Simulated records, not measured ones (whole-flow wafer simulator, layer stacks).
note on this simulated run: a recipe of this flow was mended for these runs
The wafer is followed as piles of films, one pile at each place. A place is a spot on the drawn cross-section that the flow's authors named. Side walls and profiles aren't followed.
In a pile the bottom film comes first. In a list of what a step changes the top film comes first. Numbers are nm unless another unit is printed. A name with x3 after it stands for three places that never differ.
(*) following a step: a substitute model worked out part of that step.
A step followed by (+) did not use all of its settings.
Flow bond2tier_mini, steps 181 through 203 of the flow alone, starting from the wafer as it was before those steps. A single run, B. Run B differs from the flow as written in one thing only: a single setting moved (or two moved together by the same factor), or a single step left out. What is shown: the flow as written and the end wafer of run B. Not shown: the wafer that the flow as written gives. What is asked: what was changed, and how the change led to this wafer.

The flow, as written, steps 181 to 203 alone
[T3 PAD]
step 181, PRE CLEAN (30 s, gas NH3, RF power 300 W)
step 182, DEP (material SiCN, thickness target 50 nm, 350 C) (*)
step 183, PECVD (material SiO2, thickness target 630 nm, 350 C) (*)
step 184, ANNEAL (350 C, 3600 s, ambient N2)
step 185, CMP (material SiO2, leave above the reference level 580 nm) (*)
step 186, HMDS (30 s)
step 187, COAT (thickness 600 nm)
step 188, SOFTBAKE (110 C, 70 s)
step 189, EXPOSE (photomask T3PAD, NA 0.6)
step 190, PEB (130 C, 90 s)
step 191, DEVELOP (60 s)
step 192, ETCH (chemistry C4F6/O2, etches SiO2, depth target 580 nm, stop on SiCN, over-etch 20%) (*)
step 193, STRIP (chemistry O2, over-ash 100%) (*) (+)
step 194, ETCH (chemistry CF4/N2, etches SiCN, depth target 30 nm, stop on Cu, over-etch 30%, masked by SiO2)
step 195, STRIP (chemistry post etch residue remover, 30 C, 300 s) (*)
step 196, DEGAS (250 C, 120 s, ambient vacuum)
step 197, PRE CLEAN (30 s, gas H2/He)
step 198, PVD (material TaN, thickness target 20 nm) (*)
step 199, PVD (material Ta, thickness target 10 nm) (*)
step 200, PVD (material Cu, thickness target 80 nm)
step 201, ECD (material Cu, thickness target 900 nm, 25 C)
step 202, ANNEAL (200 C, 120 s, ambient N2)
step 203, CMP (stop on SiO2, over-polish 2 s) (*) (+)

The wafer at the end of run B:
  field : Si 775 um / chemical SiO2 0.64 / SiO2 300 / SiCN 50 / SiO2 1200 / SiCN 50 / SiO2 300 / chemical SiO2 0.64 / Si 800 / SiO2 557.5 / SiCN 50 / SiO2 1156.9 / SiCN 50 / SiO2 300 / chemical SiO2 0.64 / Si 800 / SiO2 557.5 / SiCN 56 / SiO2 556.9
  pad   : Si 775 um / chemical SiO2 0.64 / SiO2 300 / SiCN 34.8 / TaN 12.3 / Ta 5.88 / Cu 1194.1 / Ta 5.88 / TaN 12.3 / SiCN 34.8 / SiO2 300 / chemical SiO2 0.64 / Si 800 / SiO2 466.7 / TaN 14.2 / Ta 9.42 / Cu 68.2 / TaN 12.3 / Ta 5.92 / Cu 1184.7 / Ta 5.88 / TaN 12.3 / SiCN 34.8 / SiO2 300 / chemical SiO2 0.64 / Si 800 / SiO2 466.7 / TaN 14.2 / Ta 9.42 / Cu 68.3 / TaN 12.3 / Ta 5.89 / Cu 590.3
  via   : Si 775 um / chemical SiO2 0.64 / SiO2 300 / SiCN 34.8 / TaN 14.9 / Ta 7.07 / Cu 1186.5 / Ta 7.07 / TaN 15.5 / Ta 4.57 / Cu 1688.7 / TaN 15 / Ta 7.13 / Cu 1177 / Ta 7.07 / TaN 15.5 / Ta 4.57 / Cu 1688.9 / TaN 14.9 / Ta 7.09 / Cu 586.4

Cause: step 182, DEP: thickness target 56 nm was run, whereas the flow has thickness target 50 nm.
One can read it off the wafer: field has SiCN 56, and step 182 as written asks for 50 nm.

How this came from the change, step by step:
  step 182, DEP (material SiCN, thickness target 50 nm, 350 C) (*)
      field, pad, via: +56 SiCN (new film) (it would be, as written: +50 SiCN (new film))
  step 194, ETCH (chemistry CF4/N2, etches SiCN, depth target 30 nm, stop on Cu, over-etch 30%, masked by SiO2)
      pad, via: -36.4 SiCN (all of it), -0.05 Cu (it would be, as written: -30.4 SiCN (all of it), -0.17 Cu)
